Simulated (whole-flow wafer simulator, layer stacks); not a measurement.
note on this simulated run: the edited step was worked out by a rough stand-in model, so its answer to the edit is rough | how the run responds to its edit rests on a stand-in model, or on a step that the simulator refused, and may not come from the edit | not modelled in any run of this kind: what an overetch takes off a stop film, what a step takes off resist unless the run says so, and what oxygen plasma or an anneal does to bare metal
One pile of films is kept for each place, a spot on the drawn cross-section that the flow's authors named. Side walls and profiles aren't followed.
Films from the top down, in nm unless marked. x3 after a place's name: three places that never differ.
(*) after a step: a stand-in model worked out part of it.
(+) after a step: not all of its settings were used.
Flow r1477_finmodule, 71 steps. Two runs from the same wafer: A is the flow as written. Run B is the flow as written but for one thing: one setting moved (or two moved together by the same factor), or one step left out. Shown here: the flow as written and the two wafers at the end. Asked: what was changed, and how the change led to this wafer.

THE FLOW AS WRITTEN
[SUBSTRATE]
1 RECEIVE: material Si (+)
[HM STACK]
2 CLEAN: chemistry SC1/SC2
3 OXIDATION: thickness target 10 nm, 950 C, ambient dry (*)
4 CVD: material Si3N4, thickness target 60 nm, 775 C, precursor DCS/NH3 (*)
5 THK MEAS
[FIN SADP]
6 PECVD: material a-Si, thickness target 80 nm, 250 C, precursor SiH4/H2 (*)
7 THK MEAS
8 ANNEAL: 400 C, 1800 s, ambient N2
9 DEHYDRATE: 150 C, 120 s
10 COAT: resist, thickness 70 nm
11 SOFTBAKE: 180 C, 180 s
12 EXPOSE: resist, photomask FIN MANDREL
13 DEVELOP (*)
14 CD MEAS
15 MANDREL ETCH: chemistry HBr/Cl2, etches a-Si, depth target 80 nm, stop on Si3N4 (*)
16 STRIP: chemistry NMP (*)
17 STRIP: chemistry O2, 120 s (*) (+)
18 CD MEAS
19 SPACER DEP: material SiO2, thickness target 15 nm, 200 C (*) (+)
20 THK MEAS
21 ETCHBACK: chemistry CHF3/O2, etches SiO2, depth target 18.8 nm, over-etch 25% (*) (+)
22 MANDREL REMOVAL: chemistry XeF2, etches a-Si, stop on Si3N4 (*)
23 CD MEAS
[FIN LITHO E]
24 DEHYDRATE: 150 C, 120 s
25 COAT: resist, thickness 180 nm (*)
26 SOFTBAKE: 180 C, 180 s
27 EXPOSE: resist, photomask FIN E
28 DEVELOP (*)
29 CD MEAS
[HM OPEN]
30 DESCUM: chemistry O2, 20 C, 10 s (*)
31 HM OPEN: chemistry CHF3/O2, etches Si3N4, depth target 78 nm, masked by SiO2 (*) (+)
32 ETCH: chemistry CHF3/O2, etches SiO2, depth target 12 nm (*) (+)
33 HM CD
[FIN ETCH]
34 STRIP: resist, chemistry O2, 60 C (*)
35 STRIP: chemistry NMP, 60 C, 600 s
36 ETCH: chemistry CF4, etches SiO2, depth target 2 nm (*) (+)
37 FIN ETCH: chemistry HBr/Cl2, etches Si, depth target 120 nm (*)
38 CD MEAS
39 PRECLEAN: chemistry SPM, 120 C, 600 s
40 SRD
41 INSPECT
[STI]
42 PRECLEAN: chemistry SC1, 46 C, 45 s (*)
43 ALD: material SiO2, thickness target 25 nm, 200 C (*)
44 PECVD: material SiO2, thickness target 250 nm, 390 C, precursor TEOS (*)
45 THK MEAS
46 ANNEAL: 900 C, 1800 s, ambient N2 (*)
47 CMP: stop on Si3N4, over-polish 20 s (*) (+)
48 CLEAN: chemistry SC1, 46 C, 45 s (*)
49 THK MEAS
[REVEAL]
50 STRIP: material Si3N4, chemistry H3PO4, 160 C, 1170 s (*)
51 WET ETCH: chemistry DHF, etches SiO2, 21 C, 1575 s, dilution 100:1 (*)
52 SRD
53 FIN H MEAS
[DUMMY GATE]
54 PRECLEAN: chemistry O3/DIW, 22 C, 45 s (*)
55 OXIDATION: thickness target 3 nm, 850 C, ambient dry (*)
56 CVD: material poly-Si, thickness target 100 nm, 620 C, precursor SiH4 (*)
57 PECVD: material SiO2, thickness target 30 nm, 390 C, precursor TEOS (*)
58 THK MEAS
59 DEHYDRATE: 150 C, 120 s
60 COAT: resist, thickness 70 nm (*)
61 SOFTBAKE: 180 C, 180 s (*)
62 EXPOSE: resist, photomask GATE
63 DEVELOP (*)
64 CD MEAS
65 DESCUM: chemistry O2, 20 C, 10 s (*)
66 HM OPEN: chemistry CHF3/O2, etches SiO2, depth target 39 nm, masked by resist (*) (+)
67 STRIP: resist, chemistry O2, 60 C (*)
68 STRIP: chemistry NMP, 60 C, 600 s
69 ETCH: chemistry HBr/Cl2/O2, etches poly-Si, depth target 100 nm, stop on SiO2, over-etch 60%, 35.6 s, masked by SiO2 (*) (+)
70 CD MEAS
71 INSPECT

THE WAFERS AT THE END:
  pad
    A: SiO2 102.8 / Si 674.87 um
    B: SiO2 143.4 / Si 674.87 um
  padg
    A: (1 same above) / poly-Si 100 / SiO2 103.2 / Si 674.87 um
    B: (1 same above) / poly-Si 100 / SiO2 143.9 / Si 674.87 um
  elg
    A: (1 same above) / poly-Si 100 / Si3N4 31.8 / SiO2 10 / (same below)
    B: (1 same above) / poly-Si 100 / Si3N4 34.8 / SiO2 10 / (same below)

The cause: step 51, WET ETCH: 827 s was run, where the flow has 1575 s.

How the change led to this, step by step:
  51 WET ETCH: chemistry DHF, etches SiO2, 21 C, 1575 s, dilution 100:1 (*)
      pad, padg, e40sg and 12 more: A SiO2 -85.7 | B SiO2 -45
      elg, e40lg, e100lg, e200lg, elo, e40lo, e100lo, e200lo: A SiO2 -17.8 (all of it), Si3N4 -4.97 | B SiO2 -17.8 (all of it), Si3N4 -1.92
      (and at 7 more places)
  56 CVD: material poly-Si, thickness target 100 nm, 620 C, precursor SiH4 (*)
      s40sg_line, s45sg_line, s50sg_line, s40so_line, s45so_line, s50so_line: A poly-Si +100 (new film) | B poly-Si +118.1 (new film)
      s40cg, s40co: A poly-Si +113.9 (new film) | B poly-Si +100 (new film)
      (and at 5 more places)
  60 COAT: resist, thickness 70 nm (*)
      e40lg, elo, e40lo: A resist +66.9 (new film) | B resist +68.7 (new film)
      e40sg, eso, e40so: A resist +129.5 (new film) | B resist +93.8 (new film)
      (and at 26 more places)
  63 DEVELOP (*)
      elo, e40lo: A resist -66.9 (all of it) | B resist -68.7 (all of it)
      eso, e40so: A resist -129.5 (all of it) | B resist -93.8 (all of it)
      (and at 13 more places)
  67 STRIP: resist, chemistry O2, 60 C (*)
      e40lg, e100lg: A resist -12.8 (all of it) | B resist -14.6 (all of it)
      e40sg: A resist -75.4 (all of it) | B resist -39.6 (all of it)
      (and at 12 more places)
  69 ETCH: chemistry HBr/Cl2/O2, etches poly-Si, depth target 100 nm, stop on SiO2, over-etch 60%, 35.6 s, masked by SiO2 (*) (+)
      s40so_line, s45so_line, s50so_line: A chemical SiO2 -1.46 (all of it), poly-Si -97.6 (all of it), SiO2 -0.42 | B chemical SiO2 -1.24 (all of it), poly-Si -115.8 (all of it), SiO2 -0.22
      s40co: A chemical SiO2 -1.46 (all of it), poly-Si -111.5 (all of it), SiO2 -0.24 | B chemical SiO2 -1.24 (all of it), poly-Si -97.7 (all of it), SiO2 -0.42
      (and at 2 more places)
